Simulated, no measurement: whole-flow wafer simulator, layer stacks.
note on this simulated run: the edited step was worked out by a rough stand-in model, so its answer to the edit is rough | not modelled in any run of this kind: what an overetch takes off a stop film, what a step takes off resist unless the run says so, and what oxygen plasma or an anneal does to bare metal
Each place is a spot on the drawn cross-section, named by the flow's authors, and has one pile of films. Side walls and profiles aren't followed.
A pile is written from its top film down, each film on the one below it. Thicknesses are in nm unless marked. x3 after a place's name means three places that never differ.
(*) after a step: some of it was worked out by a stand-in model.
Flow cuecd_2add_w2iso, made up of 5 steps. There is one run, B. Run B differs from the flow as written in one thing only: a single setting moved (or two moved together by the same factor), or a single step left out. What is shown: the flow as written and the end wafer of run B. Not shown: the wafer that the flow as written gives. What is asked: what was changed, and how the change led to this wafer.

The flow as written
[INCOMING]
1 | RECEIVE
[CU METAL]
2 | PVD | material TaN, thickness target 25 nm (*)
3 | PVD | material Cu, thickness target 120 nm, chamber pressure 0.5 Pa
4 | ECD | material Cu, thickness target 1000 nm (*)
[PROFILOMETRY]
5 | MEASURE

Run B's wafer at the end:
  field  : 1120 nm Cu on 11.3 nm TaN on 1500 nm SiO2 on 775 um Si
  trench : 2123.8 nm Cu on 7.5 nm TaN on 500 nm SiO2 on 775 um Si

Cause: step 2, PVD: thickness target 11.3 nm was run, whereas the flow has thickness target 25 nm.
The wafer lets one read it off: field has TaN 11.3, and step 2 as written asks for 25 nm.

The path from the change to this, step by step:
  2 | PVD | material TaN, thickness target 25 nm (*)
      field: TaN gains 11.3 (new film) (it would be, as written: TaN gains 25 (new film))
      trench: TaN gains 7.5 (new film) (it would be, as written: TaN gains 16.6 (new film))
